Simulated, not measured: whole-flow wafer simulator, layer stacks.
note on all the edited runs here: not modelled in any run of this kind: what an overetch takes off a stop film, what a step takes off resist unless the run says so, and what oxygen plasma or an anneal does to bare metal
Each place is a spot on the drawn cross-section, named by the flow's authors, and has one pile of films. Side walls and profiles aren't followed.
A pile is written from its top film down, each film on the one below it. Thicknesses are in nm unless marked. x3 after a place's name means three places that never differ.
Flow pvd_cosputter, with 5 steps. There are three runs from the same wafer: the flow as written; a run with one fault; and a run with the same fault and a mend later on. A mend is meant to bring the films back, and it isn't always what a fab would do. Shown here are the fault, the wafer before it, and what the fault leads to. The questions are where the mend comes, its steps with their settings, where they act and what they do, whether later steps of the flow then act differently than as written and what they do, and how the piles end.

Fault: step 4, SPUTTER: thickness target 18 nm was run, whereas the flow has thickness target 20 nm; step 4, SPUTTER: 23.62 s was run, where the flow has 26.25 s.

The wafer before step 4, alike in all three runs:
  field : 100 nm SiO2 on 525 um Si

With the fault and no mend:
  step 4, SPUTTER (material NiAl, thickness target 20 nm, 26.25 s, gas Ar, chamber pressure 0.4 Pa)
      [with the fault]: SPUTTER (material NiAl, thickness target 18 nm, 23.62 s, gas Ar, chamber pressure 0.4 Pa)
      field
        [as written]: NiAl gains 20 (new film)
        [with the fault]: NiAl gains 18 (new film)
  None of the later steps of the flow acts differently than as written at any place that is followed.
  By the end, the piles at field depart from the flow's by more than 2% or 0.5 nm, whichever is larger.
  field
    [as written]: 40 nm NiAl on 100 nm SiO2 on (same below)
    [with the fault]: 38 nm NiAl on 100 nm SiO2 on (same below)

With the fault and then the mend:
  After step 4 comes the mend.
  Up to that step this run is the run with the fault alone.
  step 4a, SPUTTER (material NiAl, thickness target 2 nm, 2.625 s, gas Ar, chamber pressure 0.4 Pa) (the flow's step 4 again, with other settings)
      field
        NiAl gains 2
  None of the later steps of the flow acts differently than as written at any place that is followed.
  At every place that both follow, the piles at the end match the flow's.
